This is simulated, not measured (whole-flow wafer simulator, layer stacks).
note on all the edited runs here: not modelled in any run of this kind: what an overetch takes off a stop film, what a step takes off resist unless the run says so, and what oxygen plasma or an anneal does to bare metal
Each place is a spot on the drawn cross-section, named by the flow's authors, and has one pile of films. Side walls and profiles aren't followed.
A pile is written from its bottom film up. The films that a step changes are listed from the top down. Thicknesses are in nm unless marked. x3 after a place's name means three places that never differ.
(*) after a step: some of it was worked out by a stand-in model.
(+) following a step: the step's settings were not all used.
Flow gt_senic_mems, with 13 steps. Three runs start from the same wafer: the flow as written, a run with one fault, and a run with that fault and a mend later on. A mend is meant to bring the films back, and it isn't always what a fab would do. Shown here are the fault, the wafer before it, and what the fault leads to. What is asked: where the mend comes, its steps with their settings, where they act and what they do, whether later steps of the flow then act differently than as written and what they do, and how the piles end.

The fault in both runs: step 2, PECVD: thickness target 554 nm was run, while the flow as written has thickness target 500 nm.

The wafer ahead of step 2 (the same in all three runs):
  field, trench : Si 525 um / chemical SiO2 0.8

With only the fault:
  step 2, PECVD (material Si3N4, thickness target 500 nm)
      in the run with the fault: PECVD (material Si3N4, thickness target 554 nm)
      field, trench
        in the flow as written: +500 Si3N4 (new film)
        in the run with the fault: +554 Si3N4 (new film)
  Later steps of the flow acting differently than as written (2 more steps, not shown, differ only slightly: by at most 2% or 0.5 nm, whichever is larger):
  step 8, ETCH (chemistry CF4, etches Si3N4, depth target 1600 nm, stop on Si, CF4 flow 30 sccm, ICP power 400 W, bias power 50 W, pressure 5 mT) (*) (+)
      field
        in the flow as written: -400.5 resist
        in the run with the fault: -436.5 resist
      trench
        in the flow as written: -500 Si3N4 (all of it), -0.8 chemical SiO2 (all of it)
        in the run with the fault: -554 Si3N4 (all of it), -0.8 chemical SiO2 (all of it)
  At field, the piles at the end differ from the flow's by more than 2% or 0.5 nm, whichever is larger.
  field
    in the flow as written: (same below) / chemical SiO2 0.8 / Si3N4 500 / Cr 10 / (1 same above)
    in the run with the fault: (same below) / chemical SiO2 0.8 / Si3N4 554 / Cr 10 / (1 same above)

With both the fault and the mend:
  The mend follows step 2.
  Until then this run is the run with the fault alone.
  step 2a, ETCH (chemistry h3po4, depth target 54 nm)
      field, trench
        -54 Si3N4
  None of the later steps of the flow acts differently than as written at any place that is followed.
  At every place that both follow, the piles at the end match the flow's.
